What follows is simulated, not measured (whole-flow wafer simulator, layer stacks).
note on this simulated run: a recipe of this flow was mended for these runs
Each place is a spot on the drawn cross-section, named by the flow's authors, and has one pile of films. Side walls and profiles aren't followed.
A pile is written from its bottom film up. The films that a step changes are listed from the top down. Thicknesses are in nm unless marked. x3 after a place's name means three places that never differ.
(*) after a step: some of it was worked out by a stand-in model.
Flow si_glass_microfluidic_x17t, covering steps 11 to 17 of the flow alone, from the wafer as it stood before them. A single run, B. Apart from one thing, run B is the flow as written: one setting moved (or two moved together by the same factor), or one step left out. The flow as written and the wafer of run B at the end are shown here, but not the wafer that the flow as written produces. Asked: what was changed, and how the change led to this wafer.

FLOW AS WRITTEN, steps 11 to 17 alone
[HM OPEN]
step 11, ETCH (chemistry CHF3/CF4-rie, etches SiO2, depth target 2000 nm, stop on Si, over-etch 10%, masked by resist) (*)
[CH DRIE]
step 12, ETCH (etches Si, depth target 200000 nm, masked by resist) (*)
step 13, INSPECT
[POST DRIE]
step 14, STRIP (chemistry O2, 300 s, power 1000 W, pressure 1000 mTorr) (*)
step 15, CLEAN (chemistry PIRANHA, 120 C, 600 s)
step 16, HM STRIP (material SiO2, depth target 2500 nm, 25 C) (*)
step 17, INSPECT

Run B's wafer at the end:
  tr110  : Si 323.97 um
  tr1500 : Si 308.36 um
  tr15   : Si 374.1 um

What caused this: step 11, ETCH: over-etch 13% was run, while the flow as written has over-etch 10%.

How this came from the change, step by step:
  step 11, ETCH (chemistry CHF3/CF4-rie, etches SiO2, depth target 2000 nm, stop on Si, over-etch 10%, masked by resist) (*)
      tr110, tr1500, tr15: SiO2 loses 2000 (all of it), Si loses 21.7 (as written it would have been: SiO2 loses 2000 (all of it), Si loses 16.7)
      land: thick-i-line-resist loses 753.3 (as written it would have been: thick-i-line-resist loses 733.3)
  step 12, ETCH (etches Si, depth target 200000 nm, masked by resist) (*)
      tr15: Si loses 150 um (as written it would have been: Si loses 149.99 um)
